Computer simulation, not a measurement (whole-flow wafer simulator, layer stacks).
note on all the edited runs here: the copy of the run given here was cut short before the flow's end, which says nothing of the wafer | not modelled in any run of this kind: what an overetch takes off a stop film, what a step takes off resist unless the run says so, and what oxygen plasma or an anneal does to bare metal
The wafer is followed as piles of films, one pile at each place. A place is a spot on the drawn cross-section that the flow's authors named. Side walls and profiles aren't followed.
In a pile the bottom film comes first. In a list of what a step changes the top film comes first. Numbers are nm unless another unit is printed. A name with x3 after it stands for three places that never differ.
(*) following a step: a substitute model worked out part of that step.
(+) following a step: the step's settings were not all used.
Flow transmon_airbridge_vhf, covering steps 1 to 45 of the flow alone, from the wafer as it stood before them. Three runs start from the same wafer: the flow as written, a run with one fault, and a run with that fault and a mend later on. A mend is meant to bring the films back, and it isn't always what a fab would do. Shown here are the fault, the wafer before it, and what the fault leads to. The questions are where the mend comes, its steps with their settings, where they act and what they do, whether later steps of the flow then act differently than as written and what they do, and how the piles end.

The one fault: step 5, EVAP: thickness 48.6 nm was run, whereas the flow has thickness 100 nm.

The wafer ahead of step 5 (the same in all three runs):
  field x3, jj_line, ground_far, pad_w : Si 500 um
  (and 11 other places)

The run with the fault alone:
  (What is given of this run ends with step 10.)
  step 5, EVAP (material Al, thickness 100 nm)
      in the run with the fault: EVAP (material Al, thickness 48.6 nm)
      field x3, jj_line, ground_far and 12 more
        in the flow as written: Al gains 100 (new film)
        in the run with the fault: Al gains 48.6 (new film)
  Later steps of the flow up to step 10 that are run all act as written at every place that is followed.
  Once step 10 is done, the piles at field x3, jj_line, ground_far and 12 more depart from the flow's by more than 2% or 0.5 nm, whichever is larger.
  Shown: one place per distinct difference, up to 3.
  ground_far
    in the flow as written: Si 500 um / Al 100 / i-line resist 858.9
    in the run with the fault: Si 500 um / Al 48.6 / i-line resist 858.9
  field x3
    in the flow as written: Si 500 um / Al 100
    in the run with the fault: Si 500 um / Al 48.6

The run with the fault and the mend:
  The mend stands after step 10.
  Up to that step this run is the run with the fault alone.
  step 10a, STRIP (i-line resist, 80 C, 600 s) (+)
      ground_far, pad_w, flank_w and 8 more
        i-line resist loses 858.9 (all of it)
  step 10b, EVAP (material Al, thickness 51.4 nm) (the flow's step 5 again, with other settings)
      field x3, jj_line, ground_far and 12 more
        Al gains 51.4
  step 10c, COAT (i-line resist, thickness 900 nm) (the flow's step 6 again)
      field x3, jj_line, ground_far and 12 more
        i-line resist gains 900 (new film)
  step 10d, SOFTBAKE (i-line resist, 90 C, 90 s) (the flow's step 7 again)
      alters no film at any place that is followed
  step 10e, EXPOSE (i-line resist, thickness 900 nm, photomask AB CPW, dose 155.4 mJ/cm2, NA 0.45, wavelength 365 nm) (*) (the flow's step 8 again)
      alters no film at any place that is followed
  step 10f, PEB (i-line resist, 110 C, 60 s) (the flow's step 9 again)
      field x3, jj_line, ground_far and 12 more
        i-line resist loses 41
  step 10g, DEVELOP (i-line resist, thickness 900 nm, developer developer-B, 60 s) (the flow's step 10 again)
      ground_far, pad_w, flank_w and 8 more
        i-line resist loses 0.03
      field x3, jj_line, gap_w, gap_e
        i-line resist loses 859 (all of it)
  Later steps of the flow that are run all act as written at every place that is followed.
  The piles end the same as the flow's at every place that both follow.
